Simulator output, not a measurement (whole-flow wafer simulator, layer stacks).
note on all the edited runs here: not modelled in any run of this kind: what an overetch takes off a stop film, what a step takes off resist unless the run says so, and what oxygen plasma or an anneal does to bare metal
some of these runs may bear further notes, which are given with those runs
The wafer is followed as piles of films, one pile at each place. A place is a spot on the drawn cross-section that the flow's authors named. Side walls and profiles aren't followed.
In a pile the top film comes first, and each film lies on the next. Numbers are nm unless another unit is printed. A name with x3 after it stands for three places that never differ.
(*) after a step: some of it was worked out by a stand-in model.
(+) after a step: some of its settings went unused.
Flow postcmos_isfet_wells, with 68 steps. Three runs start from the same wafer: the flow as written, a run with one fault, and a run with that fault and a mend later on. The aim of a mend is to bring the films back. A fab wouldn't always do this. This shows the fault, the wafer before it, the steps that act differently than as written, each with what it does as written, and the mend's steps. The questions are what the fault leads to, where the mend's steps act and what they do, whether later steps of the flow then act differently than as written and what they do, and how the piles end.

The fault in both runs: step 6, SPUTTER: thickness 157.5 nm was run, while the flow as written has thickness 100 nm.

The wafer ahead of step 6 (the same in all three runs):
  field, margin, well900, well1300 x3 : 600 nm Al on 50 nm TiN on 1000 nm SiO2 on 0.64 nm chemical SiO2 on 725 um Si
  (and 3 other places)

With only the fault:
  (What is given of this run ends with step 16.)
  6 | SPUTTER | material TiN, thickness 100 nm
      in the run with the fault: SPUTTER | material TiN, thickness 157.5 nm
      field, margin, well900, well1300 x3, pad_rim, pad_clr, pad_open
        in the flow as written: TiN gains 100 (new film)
        in the run with the fault: TiN gains 157.5 (new film)
  Steps later in the flow that act otherwise than as written:
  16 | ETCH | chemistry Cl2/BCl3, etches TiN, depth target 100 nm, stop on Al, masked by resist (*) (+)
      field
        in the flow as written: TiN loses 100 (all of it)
        in the run with the fault: TiN loses 100
  After step 16, at field, margin, well900, well1300 x3, pad_rim, pad_clr, pad_open, the piles differ from the flow's by more than 2% or 0.5 nm, whichever is larger.
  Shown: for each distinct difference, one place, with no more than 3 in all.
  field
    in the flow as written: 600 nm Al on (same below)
    in the run with the fault: 57.5 nm TiN on 600 nm Al on (same below)
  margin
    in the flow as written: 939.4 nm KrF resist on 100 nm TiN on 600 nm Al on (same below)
    in the run with the fault: 939.4 nm KrF resist on 157.5 nm TiN on 600 nm Al on (same below)

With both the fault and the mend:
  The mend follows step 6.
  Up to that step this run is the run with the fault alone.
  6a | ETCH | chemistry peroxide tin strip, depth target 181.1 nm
      field, margin, well900, well1300 x3, pad_rim, pad_clr, pad_open
        TiN loses 157.5 (all of it)
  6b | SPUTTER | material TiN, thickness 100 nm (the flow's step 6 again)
      field, margin, well900, well1300 x3, pad_rim, pad_clr, pad_open
        TiN gains 100 (new film)
  Later steps of the flow that are run all act as written at every place that is followed.
  At every place that both follow, the piles at the end match the flow's.
